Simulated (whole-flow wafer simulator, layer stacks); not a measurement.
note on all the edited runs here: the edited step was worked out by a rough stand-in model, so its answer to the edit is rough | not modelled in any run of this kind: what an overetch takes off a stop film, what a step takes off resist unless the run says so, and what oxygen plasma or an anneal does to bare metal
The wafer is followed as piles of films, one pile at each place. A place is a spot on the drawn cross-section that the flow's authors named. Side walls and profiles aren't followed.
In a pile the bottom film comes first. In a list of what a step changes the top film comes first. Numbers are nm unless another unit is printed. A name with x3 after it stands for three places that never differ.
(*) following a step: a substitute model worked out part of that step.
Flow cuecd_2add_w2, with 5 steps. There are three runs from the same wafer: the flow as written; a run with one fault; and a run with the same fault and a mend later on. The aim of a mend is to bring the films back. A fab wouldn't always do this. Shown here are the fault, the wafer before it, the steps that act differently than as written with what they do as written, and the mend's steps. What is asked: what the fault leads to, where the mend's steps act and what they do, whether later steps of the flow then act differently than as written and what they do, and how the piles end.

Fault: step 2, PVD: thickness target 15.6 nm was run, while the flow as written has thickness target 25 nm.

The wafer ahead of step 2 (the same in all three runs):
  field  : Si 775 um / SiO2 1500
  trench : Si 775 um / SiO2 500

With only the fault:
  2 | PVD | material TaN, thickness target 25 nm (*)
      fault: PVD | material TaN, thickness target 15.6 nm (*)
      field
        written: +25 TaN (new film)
        fault: +15.6 TaN (new film)
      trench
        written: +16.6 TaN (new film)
        fault: +10.4 TaN (new film)
  Every later step of the flow that is run acts as written, at every place that is followed, to within 2% or 0.5 nm, whichever is larger.
  By the end, the piles at field, trench depart from the flow's by more than 2% or 0.5 nm, whichever is larger.
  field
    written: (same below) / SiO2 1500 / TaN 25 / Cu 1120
    fault: (same below) / SiO2 1500 / TaN 15.6 / Cu 1120
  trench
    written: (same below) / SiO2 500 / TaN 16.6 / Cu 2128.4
    fault: (same below) / SiO2 500 / TaN 10.4 / Cu 2125.2

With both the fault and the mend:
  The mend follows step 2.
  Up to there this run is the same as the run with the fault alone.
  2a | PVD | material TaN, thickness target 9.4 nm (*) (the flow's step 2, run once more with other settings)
      field
        +9.4 TaN
      trench
        +6.21 TaN
  Every later step of the flow that is run acts as written at every place that is followed.
  By the end, the piles equal the flow's at every place that both follow.
